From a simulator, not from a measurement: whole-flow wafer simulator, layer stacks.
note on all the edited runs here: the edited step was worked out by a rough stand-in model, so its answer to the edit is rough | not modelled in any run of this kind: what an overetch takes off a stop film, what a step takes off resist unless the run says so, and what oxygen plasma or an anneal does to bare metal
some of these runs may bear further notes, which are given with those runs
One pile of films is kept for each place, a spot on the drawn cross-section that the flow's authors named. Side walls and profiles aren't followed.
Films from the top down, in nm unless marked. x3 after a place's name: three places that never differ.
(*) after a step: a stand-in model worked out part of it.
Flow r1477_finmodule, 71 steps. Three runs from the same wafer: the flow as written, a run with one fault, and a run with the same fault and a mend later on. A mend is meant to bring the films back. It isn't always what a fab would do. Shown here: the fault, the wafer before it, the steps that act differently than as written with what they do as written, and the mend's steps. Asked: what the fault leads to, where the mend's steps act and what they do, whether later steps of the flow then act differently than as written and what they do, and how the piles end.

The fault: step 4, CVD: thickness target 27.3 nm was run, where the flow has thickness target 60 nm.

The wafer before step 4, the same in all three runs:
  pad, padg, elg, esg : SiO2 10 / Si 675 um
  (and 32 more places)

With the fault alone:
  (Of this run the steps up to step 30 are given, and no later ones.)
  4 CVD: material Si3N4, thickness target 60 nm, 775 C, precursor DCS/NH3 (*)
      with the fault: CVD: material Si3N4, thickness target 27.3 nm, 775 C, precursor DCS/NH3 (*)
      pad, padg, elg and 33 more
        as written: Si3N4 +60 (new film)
        with the fault: Si3N4 +27.3 (new film)
  No later step of the flow up to step 30 acts differently than as written at any place that is followed.
  After step 30 the piles differ from the flow's by more than 2% or 0.5 nm, whichever is larger, at pad, padg, elg and 33 more.
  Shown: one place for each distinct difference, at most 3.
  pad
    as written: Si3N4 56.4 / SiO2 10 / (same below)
    with the fault: Si3N4 23.7 / SiO2 10 / (same below)
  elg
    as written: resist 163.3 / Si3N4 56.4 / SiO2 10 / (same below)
    with the fault: resist 163.3 / Si3N4 23.7 / SiO2 10 / (same below)
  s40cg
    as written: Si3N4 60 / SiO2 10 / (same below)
    with the fault: Si3N4 27.3 / SiO2 10 / (same below)

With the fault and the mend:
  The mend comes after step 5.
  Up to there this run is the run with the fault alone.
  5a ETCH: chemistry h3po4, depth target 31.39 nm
      pad, padg, elg and 33 more
        Si3N4 -27.3 (all of it)
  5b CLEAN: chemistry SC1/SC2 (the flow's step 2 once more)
      changes no film at any place that is followed
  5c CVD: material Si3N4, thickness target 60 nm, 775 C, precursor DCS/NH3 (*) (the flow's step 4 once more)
      pad, padg, elg and 33 more
        Si3N4 +60 (new film)
  No later step of the flow acts differently than as written at any place that is followed.
  At the end the piles are the same as the flow's at every place that both follow.
